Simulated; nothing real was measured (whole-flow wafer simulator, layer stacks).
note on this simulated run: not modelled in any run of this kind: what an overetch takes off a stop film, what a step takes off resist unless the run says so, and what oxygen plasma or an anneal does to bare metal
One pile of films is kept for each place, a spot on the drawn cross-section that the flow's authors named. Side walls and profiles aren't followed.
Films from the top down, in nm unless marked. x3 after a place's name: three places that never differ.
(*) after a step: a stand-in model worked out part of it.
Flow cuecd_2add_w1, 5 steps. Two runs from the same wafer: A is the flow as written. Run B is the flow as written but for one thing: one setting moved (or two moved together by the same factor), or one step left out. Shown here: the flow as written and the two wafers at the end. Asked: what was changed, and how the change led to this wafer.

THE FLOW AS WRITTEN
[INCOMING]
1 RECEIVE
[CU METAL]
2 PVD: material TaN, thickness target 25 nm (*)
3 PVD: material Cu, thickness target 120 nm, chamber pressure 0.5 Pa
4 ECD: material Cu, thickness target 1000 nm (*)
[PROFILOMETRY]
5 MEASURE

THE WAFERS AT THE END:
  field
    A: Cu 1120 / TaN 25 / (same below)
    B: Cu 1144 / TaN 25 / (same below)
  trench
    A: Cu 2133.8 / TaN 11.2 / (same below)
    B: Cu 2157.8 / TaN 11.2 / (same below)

The cause: step 3, PVD: thickness target 144 nm was run, where the flow has thickness target 120 nm.

How the change led to this, step by step:
  3 PVD: material Cu, thickness target 120 nm, chamber pressure 0.5 Pa
      field: A Cu +120 (new film) | B Cu +144 (new film)
      trench: A Cu +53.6 (new film) | B Cu +63.8 (new film)
